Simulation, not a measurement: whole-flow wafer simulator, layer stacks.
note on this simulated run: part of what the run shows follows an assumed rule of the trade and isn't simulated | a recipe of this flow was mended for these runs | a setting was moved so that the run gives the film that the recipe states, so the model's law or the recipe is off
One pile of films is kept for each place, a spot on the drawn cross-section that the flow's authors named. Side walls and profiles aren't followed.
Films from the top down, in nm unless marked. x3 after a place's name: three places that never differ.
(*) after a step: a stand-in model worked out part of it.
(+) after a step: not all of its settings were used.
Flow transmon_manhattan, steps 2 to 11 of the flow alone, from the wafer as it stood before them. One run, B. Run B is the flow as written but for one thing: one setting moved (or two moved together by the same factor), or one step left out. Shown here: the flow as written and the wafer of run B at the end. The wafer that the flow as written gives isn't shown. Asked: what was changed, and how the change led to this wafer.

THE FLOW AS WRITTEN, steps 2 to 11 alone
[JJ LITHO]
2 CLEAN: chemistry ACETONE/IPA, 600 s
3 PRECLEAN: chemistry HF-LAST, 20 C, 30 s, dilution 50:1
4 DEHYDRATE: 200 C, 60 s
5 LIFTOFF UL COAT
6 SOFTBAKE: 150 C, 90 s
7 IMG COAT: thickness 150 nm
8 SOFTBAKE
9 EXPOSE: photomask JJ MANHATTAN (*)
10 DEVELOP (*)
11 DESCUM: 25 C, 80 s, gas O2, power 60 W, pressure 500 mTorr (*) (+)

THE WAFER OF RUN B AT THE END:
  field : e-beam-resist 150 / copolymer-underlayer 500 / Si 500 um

The cause: step 7, IMG COAT: thickness 162 nm was run, where the flow has thickness 150 nm.

How the change led to this, step by step:
  7 IMG COAT: thickness 150 nm
      field, chan_a x2: e-beam-resist +162 (new film) (as written it would be: e-beam-resist +150 (new film))
  10 DEVELOP (*)
      chan_a x2: e-beam-resist -162 (all of it), copolymer-underlayer -500 (all of it) (as written it would be: e-beam-resist -150 (all of it), copolymer-underlayer -500 (all of it))
